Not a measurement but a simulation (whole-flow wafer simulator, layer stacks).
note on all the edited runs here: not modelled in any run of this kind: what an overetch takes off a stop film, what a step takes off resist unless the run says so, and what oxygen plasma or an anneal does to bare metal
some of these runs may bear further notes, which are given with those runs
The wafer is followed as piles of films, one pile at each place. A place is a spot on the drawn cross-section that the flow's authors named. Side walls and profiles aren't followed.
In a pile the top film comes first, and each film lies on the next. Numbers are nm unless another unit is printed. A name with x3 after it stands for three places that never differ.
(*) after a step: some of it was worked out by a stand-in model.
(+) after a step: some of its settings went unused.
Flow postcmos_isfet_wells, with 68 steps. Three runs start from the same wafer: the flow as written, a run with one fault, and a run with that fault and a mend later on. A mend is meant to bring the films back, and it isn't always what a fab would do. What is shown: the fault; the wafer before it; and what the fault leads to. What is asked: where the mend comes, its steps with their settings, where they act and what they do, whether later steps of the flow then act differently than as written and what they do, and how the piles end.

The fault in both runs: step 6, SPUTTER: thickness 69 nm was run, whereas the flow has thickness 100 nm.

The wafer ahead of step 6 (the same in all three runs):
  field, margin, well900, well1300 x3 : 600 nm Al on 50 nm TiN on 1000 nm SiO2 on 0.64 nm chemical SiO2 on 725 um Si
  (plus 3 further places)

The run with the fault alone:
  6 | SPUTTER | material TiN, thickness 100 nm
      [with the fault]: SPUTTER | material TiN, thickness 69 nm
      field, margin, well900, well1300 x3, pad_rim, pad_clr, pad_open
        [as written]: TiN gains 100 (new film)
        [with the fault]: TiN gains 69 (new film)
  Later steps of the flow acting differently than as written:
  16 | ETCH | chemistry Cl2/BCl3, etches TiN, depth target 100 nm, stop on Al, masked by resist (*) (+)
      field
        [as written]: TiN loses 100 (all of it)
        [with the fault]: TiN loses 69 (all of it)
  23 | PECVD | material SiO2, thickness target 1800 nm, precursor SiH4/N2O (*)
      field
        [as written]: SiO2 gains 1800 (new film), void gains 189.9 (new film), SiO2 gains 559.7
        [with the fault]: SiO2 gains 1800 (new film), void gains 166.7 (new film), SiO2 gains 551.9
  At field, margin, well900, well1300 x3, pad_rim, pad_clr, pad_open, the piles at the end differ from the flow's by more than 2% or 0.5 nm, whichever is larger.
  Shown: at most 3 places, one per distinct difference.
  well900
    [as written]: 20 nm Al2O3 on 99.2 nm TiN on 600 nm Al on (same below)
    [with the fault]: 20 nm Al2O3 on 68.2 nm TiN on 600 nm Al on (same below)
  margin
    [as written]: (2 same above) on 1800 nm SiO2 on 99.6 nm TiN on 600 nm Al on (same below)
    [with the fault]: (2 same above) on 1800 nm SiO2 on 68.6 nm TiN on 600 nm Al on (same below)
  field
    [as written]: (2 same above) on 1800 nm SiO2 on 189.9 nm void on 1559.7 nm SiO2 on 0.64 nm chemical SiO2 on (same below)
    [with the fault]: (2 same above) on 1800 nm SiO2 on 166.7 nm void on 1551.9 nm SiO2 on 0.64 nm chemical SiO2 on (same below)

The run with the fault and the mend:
  The mend follows step 15.
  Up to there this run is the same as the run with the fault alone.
  15a | STRIP | chemistry O2, 600 s (+)
      margin, well900, well1300 x3, pad_rim, pad_clr, pad_open
        KrF resist loses 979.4 (all of it)
  15b | SPUTTER | material TiN, thickness 31 nm (the flow's step 6 again, with other settings)
      field, margin, well900, well1300 x3, pad_rim, pad_clr, pad_open
        TiN gains 31
  15c | HMDS | 30 s (the flow's step 8 again)
      does not change any film at any place that is followed
  15d | COAT | KrF resist (the flow's step 9 again)
      field, margin, well900, well1300 x3, pad_rim, pad_clr, pad_open
        KrF resist gains 1000 (new film)
  15e | SOFTBAKE | material KrF resist (the flow's step 10 again)
      does not change any film at any place that is followed
  15f | EBR (the flow's step 11 again)
      does not change any film at any place that is followed
  15g | EXPOSE | photomask PLATE, NA 0.55, wavelength 248 nm (*) (the flow's step 12 again)
      does not change any film at any place that is followed
  15h | PEB (the flow's step 13 again)
      field, margin, well900, well1300 x3, pad_rim, pad_clr, pad_open
        KrF resist loses 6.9
  15i | DEVELOP | 60 s (the flow's step 14 again)
      margin, well900, well1300 x3, pad_rim, pad_clr, pad_open
        KrF resist loses 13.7
      field
        KrF resist loses 993.1 (all of it)
  Every later step of the flow that is run acts as written at every place that is followed.
  The piles end the same as the flow's at every place that both follow.
